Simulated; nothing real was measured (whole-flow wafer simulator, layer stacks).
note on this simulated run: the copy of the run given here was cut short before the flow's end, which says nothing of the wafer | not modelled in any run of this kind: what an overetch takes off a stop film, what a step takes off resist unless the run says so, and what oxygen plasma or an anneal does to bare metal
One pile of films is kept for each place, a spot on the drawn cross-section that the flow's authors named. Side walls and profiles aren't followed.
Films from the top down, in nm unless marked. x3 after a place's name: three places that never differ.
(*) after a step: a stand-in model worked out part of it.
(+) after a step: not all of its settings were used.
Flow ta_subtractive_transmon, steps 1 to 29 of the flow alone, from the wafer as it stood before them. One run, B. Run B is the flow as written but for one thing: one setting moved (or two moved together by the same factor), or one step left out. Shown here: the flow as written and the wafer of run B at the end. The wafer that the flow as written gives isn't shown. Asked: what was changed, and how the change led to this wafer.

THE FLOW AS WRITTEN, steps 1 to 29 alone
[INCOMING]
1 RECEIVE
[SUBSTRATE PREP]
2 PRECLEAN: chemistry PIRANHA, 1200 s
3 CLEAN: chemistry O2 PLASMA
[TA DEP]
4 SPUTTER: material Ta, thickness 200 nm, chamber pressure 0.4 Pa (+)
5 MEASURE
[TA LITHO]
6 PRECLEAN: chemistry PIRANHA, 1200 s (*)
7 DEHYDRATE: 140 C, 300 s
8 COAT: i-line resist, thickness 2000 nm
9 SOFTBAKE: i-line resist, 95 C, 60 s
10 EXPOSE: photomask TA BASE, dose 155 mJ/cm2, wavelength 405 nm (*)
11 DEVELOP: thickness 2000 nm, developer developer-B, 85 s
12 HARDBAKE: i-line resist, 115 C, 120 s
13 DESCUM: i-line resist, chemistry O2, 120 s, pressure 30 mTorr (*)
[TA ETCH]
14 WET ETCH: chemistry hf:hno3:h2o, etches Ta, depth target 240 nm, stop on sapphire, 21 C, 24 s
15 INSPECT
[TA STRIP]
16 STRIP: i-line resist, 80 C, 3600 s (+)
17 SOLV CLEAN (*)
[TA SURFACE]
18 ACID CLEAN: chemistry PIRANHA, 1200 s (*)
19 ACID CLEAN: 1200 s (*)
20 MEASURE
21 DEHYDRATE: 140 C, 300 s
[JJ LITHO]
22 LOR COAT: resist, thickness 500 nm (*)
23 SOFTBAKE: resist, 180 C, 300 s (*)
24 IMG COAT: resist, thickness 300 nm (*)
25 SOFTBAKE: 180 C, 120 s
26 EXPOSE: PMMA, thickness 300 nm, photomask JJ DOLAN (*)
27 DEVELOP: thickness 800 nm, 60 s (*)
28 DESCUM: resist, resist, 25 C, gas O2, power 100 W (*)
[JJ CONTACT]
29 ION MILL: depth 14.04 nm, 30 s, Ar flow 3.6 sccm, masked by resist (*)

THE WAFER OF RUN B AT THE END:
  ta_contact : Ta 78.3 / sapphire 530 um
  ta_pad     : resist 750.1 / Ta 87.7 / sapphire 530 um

The cause: step 4, SPUTTER: thickness 88 nm was run, where the flow has thickness 200 nm.

How the change led to this, step by step:
  4 SPUTTER: material Ta, thickness 200 nm, chamber pressure 0.4 Pa (+)
      field x2, jj_line, lead, ta_contact, ta_pad: Ta +88 (new film) (as written it would be: Ta +200 (new film))
  14 WET ETCH: chemistry hf:hno3:h2o, etches Ta, depth target 240 nm, stop on sapphire, 21 C, 24 s
      field x2, jj_line, lead: Ta -88 (all of it) (as written it would be: Ta -200 (all of it))
  22 LOR COAT: resist, thickness 500 nm (*)
      lead: resist +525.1 (new film) (as written it would be: resist +554.8 (new film))
      ta_contact: resist +474 (new film) (as written it would be: resist +443.8 (new film))
  24 IMG COAT: resist, thickness 300 nm (*)
      lead: resist +305.5 (as written it would be: resist +312.6)
      ta_contact: resist +294.6 (as written it would be: resist +287.4)
      (and at 1 more place)
  27 DEVELOP: thickness 800 nm, 60 s (*)
      lead: resist -830.6 (all of it) (as written it would be: resist -867.4 (all of it))
      ta_contact: resist -768.7 (all of it) (as written it would be: resist -731.2 (all of it))
